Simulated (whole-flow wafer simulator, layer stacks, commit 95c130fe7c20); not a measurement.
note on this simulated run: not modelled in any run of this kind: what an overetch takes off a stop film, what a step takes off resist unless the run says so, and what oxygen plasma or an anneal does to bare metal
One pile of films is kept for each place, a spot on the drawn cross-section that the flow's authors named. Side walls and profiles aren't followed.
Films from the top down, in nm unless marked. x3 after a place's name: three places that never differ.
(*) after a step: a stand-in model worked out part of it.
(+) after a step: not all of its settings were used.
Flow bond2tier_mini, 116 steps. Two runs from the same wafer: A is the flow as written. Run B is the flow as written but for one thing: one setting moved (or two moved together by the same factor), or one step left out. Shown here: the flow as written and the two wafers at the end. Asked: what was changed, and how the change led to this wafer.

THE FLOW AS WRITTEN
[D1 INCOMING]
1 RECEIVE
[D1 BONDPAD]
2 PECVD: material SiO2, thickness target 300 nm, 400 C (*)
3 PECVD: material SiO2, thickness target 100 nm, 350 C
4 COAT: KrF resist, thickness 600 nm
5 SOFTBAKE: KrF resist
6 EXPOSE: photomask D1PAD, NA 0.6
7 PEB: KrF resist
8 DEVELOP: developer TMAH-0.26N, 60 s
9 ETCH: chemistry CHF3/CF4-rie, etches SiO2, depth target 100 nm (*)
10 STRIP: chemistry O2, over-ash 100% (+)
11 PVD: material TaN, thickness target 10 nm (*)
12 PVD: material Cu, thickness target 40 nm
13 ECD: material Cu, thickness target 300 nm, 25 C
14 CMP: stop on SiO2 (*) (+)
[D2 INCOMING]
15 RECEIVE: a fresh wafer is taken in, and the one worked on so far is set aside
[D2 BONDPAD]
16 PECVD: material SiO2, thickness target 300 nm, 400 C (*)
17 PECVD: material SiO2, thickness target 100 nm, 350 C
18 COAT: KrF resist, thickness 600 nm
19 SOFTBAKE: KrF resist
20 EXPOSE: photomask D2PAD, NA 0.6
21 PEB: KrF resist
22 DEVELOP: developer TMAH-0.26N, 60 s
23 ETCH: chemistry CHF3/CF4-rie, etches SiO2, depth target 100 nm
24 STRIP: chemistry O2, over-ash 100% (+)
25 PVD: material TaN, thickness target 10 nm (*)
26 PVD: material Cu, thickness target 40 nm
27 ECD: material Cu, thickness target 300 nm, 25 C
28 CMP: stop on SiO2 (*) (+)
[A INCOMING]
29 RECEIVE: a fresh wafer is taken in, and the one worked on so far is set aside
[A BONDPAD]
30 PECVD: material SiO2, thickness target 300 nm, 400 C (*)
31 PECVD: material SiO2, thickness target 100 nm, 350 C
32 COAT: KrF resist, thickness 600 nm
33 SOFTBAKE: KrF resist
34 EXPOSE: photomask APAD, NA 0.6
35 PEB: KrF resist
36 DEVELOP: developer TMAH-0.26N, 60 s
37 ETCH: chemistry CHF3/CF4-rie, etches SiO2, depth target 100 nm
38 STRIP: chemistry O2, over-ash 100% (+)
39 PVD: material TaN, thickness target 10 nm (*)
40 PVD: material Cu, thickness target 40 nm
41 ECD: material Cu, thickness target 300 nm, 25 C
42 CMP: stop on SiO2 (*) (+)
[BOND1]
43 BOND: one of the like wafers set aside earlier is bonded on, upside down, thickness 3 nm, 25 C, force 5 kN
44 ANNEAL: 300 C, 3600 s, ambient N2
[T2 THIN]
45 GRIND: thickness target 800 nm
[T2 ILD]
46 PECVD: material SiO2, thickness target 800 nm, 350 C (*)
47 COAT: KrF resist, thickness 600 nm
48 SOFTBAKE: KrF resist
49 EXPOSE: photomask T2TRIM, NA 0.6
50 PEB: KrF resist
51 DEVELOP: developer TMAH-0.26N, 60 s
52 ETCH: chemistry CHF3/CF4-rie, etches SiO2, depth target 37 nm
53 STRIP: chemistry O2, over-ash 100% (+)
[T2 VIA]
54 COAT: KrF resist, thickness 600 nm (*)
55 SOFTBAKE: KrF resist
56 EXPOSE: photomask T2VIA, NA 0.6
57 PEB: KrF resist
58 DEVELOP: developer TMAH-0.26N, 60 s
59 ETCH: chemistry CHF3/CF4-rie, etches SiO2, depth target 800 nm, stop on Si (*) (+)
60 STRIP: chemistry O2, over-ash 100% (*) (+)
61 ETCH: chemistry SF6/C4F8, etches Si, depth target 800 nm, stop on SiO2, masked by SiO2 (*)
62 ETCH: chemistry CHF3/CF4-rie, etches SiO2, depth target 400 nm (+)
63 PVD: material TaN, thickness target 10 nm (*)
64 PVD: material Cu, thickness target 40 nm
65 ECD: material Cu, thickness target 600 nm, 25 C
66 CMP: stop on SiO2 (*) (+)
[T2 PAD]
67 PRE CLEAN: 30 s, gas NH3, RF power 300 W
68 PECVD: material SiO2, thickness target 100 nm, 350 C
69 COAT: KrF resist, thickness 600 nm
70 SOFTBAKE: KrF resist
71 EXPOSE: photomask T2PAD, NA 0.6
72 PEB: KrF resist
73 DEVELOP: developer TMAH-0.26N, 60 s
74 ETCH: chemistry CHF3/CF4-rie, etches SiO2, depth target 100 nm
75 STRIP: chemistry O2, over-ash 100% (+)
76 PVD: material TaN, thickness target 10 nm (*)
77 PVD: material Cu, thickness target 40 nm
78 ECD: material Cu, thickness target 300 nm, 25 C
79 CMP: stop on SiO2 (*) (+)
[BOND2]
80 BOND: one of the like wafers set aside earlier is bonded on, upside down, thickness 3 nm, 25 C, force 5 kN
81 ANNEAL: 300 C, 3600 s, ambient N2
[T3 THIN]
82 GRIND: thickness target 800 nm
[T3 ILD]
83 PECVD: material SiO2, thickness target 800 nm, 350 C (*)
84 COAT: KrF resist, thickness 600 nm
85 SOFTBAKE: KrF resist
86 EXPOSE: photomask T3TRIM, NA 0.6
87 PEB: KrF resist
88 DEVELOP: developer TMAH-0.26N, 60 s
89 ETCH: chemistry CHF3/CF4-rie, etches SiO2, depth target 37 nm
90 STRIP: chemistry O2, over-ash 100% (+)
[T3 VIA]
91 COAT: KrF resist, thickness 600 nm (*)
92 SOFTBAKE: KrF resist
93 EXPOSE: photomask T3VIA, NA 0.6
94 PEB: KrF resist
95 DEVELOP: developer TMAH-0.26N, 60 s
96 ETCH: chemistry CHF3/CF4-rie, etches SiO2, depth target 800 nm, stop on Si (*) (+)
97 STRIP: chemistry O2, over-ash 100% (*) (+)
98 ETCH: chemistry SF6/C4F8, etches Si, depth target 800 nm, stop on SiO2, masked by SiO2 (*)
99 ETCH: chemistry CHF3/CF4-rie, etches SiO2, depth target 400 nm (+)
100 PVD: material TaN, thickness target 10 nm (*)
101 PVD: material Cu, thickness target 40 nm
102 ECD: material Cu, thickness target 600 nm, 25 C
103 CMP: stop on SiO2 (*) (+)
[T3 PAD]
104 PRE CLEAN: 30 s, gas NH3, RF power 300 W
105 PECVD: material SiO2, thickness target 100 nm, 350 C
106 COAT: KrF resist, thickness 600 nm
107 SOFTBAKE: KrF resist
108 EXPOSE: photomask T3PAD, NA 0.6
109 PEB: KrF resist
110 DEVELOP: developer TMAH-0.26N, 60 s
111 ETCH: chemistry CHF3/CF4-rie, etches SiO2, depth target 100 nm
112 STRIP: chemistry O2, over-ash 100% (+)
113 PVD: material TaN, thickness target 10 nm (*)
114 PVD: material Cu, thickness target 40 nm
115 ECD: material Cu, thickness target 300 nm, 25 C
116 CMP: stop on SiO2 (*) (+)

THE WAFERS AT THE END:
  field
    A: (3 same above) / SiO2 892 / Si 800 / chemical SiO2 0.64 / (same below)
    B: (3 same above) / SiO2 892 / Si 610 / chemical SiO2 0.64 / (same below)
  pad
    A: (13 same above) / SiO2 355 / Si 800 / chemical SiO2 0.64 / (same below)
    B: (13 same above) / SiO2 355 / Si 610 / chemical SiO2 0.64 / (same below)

The cause: step 45, GRIND: thickness target 610 nm was run, where the flow has thickness target 800 nm.
It can be read off the wafer: field has Si 610, and step 45 as written asks for 800 nm.

How the change led to this, step by step:
  45 GRIND: thickness target 800 nm
      field, pad, via: A Si -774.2 um | B Si -774.39 um
